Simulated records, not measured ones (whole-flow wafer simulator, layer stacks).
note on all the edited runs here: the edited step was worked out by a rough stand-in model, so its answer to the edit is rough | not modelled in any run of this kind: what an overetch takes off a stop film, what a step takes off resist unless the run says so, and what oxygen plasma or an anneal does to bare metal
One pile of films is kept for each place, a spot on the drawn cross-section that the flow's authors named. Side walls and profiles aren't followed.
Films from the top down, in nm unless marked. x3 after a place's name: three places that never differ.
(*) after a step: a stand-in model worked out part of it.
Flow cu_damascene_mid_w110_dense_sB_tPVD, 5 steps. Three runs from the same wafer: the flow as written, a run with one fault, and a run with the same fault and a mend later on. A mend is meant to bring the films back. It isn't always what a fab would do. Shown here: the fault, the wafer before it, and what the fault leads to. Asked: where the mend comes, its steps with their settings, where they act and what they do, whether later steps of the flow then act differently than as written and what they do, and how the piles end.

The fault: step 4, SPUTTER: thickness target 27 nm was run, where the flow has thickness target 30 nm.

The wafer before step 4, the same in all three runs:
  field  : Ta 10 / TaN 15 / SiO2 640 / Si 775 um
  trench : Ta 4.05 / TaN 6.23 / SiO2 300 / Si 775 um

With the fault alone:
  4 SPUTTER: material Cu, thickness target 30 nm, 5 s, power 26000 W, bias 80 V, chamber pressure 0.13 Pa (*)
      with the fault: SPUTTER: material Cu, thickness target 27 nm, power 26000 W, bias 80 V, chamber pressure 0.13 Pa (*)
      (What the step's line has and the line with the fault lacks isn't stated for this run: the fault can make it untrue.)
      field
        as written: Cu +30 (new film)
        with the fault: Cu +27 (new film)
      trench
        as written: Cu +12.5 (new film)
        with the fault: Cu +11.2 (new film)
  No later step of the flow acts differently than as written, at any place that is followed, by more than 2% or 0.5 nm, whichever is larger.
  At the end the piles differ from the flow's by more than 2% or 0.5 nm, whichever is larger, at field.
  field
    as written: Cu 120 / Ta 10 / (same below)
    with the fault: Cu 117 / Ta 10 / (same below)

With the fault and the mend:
  The mend comes after step 4.
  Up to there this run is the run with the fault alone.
  4a SPUTTER: material Cu, thickness target 3 nm, power 26000 W, bias 80 V, chamber pressure 0.13 Pa (*) (the flow's step 4 once more, with other settings)
      field
        Cu +3
      trench
        Cu +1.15
  No later step of the flow acts differently than as written, at any place that is followed, by more than 2% or 0.5 nm, whichever is larger.
  At the end the piles are the same as the flow's at every place that both follow.
